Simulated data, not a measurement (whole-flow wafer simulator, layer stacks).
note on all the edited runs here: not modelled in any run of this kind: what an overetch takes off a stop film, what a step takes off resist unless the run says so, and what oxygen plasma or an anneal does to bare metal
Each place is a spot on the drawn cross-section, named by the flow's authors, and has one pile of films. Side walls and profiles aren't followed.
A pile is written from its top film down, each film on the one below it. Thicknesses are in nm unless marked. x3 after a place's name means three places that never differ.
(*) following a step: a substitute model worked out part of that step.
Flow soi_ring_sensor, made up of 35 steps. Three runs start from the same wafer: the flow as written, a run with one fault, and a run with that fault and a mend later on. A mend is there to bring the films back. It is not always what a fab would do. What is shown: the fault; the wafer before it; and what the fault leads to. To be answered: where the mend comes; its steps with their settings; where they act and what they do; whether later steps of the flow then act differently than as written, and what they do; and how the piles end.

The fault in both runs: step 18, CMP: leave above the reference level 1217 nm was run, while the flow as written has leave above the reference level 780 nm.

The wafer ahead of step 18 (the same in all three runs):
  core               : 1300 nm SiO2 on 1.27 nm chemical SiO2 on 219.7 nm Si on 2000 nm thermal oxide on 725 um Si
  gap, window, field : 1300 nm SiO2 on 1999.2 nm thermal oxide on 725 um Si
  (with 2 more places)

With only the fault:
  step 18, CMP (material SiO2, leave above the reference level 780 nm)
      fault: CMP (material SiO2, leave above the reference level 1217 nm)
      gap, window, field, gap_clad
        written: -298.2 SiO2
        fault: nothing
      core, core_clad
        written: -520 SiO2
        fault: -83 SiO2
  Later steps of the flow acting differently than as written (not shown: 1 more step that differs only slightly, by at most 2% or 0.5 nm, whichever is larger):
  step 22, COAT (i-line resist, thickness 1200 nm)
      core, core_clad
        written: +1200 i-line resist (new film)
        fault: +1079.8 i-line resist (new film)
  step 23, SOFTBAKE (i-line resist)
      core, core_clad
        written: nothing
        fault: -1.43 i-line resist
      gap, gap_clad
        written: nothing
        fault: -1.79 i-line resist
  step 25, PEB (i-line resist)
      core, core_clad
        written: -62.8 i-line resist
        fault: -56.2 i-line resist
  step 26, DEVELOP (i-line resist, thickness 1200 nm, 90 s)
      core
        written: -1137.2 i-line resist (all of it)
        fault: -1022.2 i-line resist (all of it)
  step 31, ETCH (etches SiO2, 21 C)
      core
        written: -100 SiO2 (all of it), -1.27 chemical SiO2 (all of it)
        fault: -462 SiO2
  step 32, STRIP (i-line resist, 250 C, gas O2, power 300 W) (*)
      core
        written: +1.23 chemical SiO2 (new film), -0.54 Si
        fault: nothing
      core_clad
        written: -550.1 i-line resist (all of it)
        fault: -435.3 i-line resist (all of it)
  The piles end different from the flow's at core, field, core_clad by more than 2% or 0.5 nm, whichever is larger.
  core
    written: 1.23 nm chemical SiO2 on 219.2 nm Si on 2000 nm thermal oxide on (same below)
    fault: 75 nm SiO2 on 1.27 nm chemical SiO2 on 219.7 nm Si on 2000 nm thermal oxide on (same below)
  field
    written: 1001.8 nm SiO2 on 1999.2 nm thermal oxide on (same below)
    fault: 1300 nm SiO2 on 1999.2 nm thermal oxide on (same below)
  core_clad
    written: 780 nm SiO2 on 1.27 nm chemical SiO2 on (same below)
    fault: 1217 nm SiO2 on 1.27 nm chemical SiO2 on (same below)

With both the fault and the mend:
  After step 27 comes the mend.
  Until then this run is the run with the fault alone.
  step 27a, STRIP (i-line resist, 250 C, gas O2, power 300 W) (*)
      field
        -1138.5 i-line resist (all of it)
      core_clad
        -1022.1 i-line resist (all of it)
      gap_clad
        -1154.3 i-line resist (all of it)
  step 27b, CMP (material SiO2, leave above the reference level 780 nm) (the flow's step 18, run once more)
      gap, window, field, gap_clad
        -298.2 SiO2
      core, core_clad
        -437 SiO2
  step 27c, HMDS (120 C, 60 s) (the flow's step 21, run once more)
      leaves every film unchanged at each place that is followed
  step 27d, COAT (i-line resist, thickness 1200 nm) (the flow's step 22, run once more)
      core, gap, window, field, core_clad, gap_clad
        +1200 i-line resist (new film)
  step 27e, SOFTBAKE (i-line resist) (the flow's step 23, run once more)
      leaves every film unchanged at each place that is followed
  step 27f, EXPOSE (photomask WINDOW, dose 101 mJ/cm2, NA 0.5, wavelength 365 nm) (*) (the flow's step 24, run once more)
      leaves every film unchanged at each place that is followed
  step 27g, PEB (i-line resist) (the flow's step 25, run once more)
      core, gap, window, field, core_clad, gap_clad
        -62.8 i-line resist
  step 27h, DEVELOP (i-line resist, thickness 1200 nm, 90 s) (the flow's step 26, run once more)
      core, gap, window
        -1137.2 i-line resist (all of it)
      field, core_clad, gap_clad
        -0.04 i-line resist
  None of the later steps of the flow acts differently than as written at any place that is followed.
  The piles end the same as the flow's at every place that both follow.
